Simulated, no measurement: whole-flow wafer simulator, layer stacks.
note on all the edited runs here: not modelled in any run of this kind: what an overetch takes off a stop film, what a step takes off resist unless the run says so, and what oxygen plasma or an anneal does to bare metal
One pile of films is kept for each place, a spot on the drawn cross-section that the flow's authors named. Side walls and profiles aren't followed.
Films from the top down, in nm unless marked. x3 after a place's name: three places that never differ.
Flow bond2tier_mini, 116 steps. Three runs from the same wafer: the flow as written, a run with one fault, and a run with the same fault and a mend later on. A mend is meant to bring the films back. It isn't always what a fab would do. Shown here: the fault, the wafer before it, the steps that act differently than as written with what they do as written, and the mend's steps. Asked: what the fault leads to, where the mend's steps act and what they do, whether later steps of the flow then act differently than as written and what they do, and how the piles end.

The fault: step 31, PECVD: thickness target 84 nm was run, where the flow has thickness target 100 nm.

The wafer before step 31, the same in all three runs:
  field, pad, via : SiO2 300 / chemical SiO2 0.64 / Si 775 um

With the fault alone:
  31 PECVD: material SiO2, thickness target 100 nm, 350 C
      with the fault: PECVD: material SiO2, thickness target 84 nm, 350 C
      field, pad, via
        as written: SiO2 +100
        with the fault: SiO2 +84
  No later step of the flow acts differently than as written at any place that is followed.
  At the end the piles differ from the flow's by more than 2% or 0.5 nm, whichever is larger, at pad.
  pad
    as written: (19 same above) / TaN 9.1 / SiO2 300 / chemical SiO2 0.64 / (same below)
    with the fault: (19 same above) / TaN 9.1 / SiO2 284 / chemical SiO2 0.64 / (same below)

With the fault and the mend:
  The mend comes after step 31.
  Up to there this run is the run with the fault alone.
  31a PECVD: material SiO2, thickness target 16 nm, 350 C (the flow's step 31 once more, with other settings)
      field, pad, via
        SiO2 +16
  No later step of the flow acts differently than as written at any place that is followed.
  At the end the piles are the same as the flow's at every place that both follow.
